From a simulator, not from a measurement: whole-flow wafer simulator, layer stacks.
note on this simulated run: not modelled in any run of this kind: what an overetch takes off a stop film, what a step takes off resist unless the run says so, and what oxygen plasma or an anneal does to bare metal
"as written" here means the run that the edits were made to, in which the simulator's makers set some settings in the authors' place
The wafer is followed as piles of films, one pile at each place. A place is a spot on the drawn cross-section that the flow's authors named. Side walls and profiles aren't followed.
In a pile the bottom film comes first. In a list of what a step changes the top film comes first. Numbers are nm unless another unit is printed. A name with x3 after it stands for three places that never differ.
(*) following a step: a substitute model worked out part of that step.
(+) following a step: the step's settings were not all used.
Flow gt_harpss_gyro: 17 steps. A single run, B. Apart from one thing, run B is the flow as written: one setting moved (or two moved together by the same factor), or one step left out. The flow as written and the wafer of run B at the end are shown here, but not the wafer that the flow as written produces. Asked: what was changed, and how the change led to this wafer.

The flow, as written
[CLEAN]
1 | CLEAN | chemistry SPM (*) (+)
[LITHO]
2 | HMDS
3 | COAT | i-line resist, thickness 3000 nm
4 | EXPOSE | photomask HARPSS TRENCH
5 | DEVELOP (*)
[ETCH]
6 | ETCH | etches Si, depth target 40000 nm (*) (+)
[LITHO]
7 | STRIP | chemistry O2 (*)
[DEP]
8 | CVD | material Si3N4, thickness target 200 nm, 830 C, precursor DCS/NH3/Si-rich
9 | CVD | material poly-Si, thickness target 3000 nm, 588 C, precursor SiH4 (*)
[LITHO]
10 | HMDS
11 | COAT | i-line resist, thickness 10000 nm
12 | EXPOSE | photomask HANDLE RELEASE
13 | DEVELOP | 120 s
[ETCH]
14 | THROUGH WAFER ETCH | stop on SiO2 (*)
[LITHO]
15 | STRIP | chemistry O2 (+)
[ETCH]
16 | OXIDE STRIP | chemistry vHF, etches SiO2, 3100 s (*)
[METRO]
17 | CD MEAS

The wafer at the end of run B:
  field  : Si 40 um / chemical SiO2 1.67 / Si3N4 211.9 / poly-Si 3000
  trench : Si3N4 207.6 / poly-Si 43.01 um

Cause: step 8, CVD: thickness target 211.9 nm was run, though the flow has thickness target 200 nm.
The wafer itself shows it: field has Si3N4 211.9, and step 8 as written asks for 200 nm.

How this came from the change, step by step:
  8 | CVD | material Si3N4, thickness target 200 nm, 830 C, precursor DCS/NH3/Si-rich
      field: +211.9 Si3N4 (new film) (it would be, as written: +200 Si3N4 (new film))
      trench: +207.6 Si3N4 (new film) (it would be, as written: +195.9 Si3N4 (new film))
